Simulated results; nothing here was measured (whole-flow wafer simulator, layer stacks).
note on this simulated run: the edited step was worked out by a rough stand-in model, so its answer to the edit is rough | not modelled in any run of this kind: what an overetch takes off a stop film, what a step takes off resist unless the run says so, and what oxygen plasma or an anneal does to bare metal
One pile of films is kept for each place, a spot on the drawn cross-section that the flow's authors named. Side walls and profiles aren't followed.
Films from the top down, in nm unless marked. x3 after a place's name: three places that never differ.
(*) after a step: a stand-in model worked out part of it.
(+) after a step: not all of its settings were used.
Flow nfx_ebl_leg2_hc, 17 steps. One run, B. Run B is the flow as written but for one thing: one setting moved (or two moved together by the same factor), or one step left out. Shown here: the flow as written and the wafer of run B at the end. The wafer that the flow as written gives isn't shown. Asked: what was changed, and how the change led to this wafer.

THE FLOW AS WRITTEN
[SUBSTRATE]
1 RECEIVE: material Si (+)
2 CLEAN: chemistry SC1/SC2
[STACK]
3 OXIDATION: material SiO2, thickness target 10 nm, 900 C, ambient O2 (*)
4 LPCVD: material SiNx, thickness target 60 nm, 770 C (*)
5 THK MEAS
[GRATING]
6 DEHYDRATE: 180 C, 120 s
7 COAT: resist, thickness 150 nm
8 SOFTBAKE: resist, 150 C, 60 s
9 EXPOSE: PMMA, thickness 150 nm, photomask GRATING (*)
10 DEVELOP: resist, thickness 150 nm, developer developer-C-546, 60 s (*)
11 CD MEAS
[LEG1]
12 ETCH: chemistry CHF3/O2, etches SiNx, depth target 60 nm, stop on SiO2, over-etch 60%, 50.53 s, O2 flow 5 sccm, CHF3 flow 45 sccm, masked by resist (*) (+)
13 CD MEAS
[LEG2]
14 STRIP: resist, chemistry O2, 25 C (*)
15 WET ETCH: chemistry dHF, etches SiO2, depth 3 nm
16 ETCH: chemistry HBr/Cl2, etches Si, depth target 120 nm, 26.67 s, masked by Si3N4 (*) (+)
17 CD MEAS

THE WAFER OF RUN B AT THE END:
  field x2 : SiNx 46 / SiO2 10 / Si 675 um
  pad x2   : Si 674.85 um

The cause: step 16, ETCH: depth target 147 nm was run, where the flow has depth target 120 nm; step 16, ETCH: 32.67 s was run, where the flow has 26.67 s.

How the change led to this, step by step:
  16 ETCH: chemistry HBr/Cl2, etches Si, depth target 120 nm, 26.67 s, masked by Si3N4 (*) (+)
      field x2: SiNx -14 (as written it would be: SiNx -11.4)
      pad x2: Si -147 (as written it would be: Si -120)
